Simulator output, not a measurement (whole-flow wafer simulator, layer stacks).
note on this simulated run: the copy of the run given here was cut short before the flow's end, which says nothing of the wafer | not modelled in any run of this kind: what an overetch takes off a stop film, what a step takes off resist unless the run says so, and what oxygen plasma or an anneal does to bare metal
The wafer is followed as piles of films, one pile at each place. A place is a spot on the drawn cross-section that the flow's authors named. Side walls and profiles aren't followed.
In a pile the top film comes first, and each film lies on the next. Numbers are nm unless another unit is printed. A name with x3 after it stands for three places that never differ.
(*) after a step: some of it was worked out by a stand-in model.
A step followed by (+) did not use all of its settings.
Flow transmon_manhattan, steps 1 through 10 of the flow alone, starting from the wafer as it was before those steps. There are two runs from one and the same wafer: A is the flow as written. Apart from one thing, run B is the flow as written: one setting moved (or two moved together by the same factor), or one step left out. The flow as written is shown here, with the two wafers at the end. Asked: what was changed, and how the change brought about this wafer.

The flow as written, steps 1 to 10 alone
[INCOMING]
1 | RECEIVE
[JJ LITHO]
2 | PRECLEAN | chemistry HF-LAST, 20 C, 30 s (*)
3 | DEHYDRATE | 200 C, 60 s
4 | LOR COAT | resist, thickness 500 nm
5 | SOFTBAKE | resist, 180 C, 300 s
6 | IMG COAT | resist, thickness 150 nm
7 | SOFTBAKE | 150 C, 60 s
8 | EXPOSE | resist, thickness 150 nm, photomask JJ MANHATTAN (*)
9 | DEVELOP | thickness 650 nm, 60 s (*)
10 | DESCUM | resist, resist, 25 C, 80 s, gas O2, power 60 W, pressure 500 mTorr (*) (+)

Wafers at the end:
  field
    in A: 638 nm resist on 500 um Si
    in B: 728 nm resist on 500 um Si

Cause: step 6, IMG COAT: thickness 240 nm was run, whereas the flow has thickness 150 nm.

How this came from the change, step by step:
  6 | IMG COAT | resist, thickness 150 nm
      field, chan_a x2: A resist gains 150 | B resist gains 240
  9 | DEVELOP | thickness 650 nm, 60 s (*)
      chan_a x2: A resist loses 650 (all of it) | B resist loses 740 (all of it)
